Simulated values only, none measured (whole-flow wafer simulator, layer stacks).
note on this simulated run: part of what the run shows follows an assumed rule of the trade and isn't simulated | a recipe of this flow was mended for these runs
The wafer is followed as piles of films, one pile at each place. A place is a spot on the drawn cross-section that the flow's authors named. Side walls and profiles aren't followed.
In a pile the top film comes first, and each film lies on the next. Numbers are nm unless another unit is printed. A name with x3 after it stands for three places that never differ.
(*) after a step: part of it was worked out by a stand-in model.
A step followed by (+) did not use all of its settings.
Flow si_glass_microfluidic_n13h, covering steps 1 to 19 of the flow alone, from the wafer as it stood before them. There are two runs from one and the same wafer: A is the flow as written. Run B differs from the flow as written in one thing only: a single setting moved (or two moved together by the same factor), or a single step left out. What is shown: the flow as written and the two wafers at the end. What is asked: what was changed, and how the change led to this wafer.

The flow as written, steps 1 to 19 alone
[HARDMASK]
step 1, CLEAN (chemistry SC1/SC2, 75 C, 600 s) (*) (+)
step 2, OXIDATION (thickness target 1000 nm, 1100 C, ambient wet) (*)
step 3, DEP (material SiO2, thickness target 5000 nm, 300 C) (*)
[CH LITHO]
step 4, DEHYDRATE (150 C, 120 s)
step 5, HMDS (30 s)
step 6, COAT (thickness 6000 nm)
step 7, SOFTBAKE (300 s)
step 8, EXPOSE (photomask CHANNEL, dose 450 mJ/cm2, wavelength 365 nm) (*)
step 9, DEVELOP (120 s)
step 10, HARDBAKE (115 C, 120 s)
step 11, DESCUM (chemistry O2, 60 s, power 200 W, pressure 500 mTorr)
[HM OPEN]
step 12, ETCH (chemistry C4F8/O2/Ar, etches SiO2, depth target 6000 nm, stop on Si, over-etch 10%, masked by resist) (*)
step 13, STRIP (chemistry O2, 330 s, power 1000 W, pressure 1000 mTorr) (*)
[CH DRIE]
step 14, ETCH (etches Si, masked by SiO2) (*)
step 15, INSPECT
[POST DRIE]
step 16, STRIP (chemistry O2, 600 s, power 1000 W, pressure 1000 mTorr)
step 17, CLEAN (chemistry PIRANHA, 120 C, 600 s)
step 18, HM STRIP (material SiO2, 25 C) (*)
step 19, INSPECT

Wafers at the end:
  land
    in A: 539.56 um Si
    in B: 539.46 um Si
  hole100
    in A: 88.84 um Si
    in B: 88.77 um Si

Cause: step 2, OXIDATION: thickness target 1226 nm was run, though the flow has thickness target 1000 nm.

The path from the change to this, step by step:
  step 2, OXIDATION (thickness target 1000 nm, 1100 C, ambient wet) (*)
      land, hole100: A +1000 SiO2 (new film), -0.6 chemical SiO2 (all of it), -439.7 Si | B +1226 SiO2 (new film), -0.6 chemical SiO2 (all of it), -539.2 Si
  step 12, ETCH (chemistry C4F8/O2/Ar, etches SiO2, depth target 6000 nm, stop on Si, over-etch 10%, masked by resist) (*)
      hole100: A -6000 SiO2 (all of it), -75 Si | B -6226 SiO2 (all of it), -46.8 Si
  step 18, HM STRIP (material SiO2, 25 C) (*)
      land: A -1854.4 SiO2 (all of it) | B -2079.9 SiO2 (all of it)
